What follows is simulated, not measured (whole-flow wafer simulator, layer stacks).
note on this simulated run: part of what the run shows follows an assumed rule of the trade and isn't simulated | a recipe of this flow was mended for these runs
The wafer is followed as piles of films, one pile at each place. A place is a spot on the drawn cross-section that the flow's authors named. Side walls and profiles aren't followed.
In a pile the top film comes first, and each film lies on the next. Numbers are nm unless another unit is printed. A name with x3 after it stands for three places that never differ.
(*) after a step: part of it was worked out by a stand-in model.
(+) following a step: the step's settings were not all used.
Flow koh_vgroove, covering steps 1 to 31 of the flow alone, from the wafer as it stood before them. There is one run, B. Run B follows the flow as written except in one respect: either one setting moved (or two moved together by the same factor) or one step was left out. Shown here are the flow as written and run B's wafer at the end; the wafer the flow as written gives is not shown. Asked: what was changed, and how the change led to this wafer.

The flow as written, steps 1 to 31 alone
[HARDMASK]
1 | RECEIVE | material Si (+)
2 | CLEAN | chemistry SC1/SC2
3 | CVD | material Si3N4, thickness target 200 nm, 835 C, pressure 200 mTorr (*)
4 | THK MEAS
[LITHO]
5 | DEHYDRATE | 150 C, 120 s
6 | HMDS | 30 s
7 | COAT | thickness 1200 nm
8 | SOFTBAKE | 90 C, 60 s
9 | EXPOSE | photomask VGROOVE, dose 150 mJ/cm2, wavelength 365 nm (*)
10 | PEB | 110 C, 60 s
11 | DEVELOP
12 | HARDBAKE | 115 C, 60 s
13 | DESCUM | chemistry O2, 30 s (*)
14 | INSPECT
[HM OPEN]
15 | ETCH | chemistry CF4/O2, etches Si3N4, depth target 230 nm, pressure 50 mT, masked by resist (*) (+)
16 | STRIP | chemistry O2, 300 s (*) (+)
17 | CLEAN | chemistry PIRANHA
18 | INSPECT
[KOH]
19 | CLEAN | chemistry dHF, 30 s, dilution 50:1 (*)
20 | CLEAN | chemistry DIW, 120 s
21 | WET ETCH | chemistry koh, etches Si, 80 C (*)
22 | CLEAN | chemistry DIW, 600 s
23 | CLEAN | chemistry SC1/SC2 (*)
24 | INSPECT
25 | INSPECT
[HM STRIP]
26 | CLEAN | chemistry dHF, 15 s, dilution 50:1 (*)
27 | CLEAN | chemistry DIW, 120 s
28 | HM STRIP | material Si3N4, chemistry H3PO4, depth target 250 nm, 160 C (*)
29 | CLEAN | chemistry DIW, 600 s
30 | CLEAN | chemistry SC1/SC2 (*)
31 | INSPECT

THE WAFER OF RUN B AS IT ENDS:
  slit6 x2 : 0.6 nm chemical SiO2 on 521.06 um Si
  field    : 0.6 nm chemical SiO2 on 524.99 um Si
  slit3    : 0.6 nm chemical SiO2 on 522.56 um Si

Cause: step 3, CVD: 709.8 C was run, whereas the flow has 835 C.

How this came from the change, step by step:
  3 | CVD | material Si3N4, thickness target 200 nm, 835 C, pressure 200 mTorr (*)
      field, slit3, slit2, slit6 x2: +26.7 Si3N4 (new film) (it would be, as written: +200 Si3N4 (new film))
  15 | ETCH | chemistry CF4/O2, etches Si3N4, depth target 230 nm, pressure 50 mT, masked by resist (*) (+)
      slit3, slit2, slit6 x2: -26.7 Si3N4 (all of it), -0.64 chemical SiO2 (all of it), -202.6 Si (it would be, as written: -200 Si3N4 (all of it), -0.64 chemical SiO2 (all of it), -29.4 Si)
  28 | HM STRIP | material Si3N4, chemistry H3PO4, depth target 250 nm, 160 C (*)
      field: -25.5 Si3N4 (all of it), -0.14 chemical SiO2, -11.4 Si (it would be, as written: -198.7 Si3N4 (all of it), -0.14 chemical SiO2, -2.75 Si)
